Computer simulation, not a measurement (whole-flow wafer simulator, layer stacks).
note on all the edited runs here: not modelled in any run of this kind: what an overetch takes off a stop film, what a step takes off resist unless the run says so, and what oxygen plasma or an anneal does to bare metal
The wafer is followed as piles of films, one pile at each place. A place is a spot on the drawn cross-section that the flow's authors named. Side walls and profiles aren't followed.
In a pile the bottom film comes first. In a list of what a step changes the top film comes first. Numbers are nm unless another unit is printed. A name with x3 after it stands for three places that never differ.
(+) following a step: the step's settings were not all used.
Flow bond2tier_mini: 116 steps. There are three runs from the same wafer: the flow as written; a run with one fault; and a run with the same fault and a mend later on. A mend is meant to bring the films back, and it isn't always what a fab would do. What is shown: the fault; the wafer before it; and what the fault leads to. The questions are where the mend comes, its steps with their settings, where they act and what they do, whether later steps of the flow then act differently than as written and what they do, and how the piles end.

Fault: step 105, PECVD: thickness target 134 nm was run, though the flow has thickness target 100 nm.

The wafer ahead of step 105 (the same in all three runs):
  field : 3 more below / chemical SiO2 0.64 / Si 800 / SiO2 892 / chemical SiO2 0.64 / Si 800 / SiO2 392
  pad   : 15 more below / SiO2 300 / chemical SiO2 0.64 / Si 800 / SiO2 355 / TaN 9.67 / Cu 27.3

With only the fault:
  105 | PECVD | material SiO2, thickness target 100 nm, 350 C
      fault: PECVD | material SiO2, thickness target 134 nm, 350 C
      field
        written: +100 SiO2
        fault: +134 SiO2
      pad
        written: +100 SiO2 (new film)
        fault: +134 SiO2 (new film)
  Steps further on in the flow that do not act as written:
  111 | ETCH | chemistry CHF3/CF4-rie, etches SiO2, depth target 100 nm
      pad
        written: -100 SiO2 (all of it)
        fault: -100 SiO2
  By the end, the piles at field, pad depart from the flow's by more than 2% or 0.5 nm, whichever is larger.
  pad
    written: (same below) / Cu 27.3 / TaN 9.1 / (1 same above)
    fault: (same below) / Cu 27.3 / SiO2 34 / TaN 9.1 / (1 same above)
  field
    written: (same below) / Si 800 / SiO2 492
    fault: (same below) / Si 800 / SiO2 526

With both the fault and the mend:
  The mend stands after step 110.
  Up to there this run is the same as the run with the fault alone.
  110a | STRIP | chemistry O2, over-ash 100% (+)
      field
        -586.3 KrF resist (all of it)
  110b | ETCH | chemistry CHF3/CF4-rie, etches SiO2, depth target 34 nm (the flow's step 62 again, with other settings)
      field, pad
        -34 SiO2
  110c | COAT | KrF resist, thickness 600 nm (the flow's step 106 again)
      field, pad
        +600 KrF resist (new film)
  110d | SOFTBAKE | KrF resist (the flow's step 107 again)
      alters no film at any place that is followed
  110e | EXPOSE | photomask T3PAD, NA 0.6 (the flow's step 108 again)
      alters no film at any place that is followed
  110f | PEB | KrF resist (the flow's step 109 again)
      alters no film at any place that is followed
  110g | DEVELOP | developer TMAH-0.26N, 60 s (the flow's step 110 again)
      field
        -13.7 KrF resist
      pad
        -600 KrF resist (all of it)
  Later steps of the flow that are run all act as written at every place that is followed.
  The piles end the same as the flow's at every place that both follow.
